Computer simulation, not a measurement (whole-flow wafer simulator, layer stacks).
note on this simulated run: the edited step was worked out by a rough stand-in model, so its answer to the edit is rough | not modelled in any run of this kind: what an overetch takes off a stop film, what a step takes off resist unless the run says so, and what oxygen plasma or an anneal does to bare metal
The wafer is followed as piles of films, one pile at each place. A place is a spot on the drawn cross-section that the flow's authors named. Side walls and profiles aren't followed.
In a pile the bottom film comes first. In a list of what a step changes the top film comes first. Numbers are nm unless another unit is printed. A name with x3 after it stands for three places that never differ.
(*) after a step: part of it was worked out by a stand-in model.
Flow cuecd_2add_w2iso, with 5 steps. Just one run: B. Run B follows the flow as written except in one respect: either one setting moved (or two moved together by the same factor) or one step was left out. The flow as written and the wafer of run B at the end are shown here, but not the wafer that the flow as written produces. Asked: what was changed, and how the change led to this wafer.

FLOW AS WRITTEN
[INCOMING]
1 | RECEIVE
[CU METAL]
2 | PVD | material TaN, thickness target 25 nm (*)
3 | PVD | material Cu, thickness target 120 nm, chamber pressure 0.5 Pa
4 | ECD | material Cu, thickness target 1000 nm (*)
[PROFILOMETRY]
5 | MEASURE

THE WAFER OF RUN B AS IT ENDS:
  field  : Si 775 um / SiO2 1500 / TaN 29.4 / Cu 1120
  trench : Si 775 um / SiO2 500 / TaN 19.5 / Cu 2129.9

What caused this: step 2, PVD: thickness target 29.4 nm was run, whereas the flow has thickness target 25 nm.
The wafer itself shows it: field has TaN 29.4, and step 2 as written asks for 25 nm.

The path from the change to this, step by step:
  2 | PVD | material TaN, thickness target 25 nm (*)
      field: +29.4 TaN (new film) (it would be, as written: +25 TaN (new film))
      trench: +19.5 TaN (new film) (it would be, as written: +16.6 TaN (new film))
